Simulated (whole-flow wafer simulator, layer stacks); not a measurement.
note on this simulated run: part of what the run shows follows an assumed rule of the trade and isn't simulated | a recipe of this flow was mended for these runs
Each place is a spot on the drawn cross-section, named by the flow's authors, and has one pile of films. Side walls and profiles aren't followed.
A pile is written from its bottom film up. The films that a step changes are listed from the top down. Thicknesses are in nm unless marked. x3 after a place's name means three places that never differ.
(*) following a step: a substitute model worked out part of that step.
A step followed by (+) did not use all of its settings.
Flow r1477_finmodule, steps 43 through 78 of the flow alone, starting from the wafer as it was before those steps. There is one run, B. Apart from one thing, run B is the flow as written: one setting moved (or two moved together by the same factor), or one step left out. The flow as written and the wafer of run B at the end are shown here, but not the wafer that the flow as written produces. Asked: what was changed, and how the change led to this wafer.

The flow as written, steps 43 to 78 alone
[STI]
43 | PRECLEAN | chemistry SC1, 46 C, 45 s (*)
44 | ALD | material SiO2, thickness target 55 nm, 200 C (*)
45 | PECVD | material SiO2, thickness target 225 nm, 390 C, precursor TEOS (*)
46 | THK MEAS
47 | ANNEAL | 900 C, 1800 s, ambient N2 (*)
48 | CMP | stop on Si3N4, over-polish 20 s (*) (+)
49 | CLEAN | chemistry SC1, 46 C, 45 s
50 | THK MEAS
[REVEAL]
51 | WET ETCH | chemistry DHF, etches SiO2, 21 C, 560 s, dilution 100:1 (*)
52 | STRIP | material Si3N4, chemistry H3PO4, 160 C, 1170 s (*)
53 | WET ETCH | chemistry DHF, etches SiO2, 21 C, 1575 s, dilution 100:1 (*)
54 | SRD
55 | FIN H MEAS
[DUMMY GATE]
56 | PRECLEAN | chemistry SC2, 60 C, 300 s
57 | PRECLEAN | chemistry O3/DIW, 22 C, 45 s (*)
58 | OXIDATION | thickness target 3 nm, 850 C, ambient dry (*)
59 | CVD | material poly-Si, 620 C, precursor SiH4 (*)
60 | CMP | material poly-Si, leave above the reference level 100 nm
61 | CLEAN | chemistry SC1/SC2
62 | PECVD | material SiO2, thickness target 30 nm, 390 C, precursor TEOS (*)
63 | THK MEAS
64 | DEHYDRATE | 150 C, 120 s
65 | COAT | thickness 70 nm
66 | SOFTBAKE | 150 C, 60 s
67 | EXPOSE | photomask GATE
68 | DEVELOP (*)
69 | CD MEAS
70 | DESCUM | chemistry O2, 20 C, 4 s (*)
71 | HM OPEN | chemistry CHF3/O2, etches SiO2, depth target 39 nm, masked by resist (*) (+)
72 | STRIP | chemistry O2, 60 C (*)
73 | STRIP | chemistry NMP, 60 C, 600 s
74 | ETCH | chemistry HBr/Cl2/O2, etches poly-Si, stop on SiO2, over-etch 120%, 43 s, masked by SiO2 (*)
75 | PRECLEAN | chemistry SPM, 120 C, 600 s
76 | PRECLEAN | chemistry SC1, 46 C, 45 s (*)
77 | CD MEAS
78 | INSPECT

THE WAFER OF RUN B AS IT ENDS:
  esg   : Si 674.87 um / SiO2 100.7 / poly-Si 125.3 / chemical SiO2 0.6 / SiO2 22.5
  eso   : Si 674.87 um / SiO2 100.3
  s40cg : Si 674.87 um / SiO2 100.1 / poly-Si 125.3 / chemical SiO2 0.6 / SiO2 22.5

Cause: step 53, WET ETCH: 1162 s was run, while the flow as written has 1575 s.

The path from the change to this, step by step:
  53 | WET ETCH | chemistry DHF, etches SiO2, 21 C, 1575 s, dilution 100:1 (*)
      esg, e40sg, e100sg and 17 more: -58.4 SiO2 (it would be, as written: -79.1 SiO2)
      pad, padg: -63.2 SiO2 (it would be, as written: -85.7 SiO2)
  59 | CVD | material poly-Si, 620 C, precursor SiH4 (*)
      esg, e40sg, e100sg and 15 more: +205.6 poly-Si (new film) (it would be, as written: +226.3 poly-Si (new film))
      e200sg, e200so: +198.5 poly-Si (new film) (it would be, as written: +219.2 poly-Si (new film))
  60 | CMP | material poly-Si, leave above the reference level 100 nm
      pad, padg: -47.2 poly-Si (it would be, as written: -24.8 poly-Si)
  74 | ETCH | chemistry HBr/Cl2/O2, etches poly-Si, stop on SiO2, over-etch 120%, 43 s, masked by SiO2 (*)
      eso, e40so, e100so and 7 more: -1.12 chemical SiO2 (all of it), -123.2 poly-Si (all of it), -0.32 SiO2 (it would be, as written: -1.12 chemical SiO2 (all of it), -143.9 poly-Si (all of it), -0.22 SiO2)
      pad: -1.12 chemical SiO2 (all of it), -130.4 poly-Si (all of it), -0.28 SiO2 (it would be, as written: -1.12 chemical SiO2 (all of it), -152.8 poly-Si (all of it), -0.17 SiO2)
